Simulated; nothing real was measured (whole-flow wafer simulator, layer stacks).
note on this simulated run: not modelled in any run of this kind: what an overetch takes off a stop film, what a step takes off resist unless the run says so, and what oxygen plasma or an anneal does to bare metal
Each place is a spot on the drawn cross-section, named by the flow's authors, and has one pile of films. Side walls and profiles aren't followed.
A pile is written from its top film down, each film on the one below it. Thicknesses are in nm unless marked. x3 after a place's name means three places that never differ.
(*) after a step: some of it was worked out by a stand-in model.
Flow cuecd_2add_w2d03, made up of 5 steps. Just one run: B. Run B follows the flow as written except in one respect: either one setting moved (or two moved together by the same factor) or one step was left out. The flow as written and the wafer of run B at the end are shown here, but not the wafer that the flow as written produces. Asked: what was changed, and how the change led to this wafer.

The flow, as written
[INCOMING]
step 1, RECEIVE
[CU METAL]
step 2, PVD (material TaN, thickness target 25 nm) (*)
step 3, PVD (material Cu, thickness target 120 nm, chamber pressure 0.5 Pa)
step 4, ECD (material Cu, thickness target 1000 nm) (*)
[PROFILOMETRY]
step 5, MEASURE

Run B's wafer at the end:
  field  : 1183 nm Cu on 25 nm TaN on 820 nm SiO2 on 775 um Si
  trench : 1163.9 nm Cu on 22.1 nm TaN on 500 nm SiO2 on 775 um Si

The reason: step 3, PVD: thickness target 183 nm was run, though the flow has thickness target 120 nm.

Step by step, how the change led to this:
  step 3, PVD (material Cu, thickness target 120 nm, chamber pressure 0.5 Pa)
      field: +183 Cu (new film) (as written it would have been: +120 Cu (new film))
      trench: +163.9 Cu (new film) (as written it would have been: +107.2 Cu (new film))
